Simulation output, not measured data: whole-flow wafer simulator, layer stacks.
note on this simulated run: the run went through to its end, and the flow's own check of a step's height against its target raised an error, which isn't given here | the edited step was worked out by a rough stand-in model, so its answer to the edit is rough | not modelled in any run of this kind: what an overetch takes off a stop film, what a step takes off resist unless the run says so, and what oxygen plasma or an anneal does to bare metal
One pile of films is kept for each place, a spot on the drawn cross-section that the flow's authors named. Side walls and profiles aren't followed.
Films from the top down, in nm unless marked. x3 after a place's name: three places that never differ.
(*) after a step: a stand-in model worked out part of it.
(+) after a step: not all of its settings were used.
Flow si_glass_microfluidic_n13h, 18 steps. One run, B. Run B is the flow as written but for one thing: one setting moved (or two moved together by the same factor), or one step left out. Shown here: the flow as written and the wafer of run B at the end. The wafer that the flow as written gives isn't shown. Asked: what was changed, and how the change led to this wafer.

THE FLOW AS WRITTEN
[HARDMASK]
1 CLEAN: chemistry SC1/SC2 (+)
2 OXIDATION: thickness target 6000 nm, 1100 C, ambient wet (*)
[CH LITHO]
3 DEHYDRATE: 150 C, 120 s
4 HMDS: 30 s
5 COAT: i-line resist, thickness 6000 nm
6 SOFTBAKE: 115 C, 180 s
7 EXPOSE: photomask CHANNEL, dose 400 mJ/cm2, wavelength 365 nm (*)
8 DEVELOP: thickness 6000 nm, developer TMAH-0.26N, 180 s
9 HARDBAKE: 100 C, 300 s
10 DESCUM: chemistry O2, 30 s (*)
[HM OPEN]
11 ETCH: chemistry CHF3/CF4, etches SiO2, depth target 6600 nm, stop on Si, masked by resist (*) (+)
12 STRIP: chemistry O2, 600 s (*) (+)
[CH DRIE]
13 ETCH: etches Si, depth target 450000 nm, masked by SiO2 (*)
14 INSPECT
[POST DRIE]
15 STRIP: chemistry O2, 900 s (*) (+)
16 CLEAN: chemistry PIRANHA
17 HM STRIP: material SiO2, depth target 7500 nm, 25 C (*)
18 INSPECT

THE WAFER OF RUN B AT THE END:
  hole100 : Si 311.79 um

The cause: step 13, ETCH: depth target 225000 nm was run, where the flow has depth target 450000 nm.

How the change led to this, step by step:
  13 ETCH: etches Si, depth target 450000 nm, masked by SiO2 (*)
      land: SiO2 -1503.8 (as written it would be: SiO2 -3004.3)
      hole100: chemical SiO2 -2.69 (all of it), Si -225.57 um (as written it would be: chemical SiO2 -2.69 (all of it), Si -450.64 um)
  17 HM STRIP: material SiO2, depth target 7500 nm, 25 C (*)
      land: SiO2 -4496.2 (all of it) (as written it would be: SiO2 -2995.7 (all of it))
